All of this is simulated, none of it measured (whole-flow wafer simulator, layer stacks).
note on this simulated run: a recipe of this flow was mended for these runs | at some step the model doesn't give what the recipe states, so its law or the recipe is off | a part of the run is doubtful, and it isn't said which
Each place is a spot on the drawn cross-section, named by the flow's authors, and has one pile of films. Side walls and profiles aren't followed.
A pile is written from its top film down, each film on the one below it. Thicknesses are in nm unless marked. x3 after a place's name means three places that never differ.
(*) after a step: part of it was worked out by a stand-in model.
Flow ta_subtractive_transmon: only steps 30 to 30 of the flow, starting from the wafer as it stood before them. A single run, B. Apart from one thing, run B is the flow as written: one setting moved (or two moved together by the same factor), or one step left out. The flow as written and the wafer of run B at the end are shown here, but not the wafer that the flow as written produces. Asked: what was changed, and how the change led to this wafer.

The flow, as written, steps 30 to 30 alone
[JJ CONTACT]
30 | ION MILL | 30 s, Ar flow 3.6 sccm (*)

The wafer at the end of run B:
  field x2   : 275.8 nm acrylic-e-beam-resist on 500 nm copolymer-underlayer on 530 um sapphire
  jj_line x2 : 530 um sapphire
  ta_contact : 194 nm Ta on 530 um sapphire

Cause: step 30, ION MILL: 16.5 s was run, while the flow as written has 30 s.

How this came from the change, step by step:
  30 | ION MILL | 30 s, Ar flow 3.6 sccm (*)
      field x2, ta_pad: -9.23 acrylic-e-beam-resist (it would be, as written: -16.8 acrylic-e-beam-resist)
      jj_line x2: -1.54 sapphire (it would be, as written: -2.8 sapphire)
      (also at 1 further place)
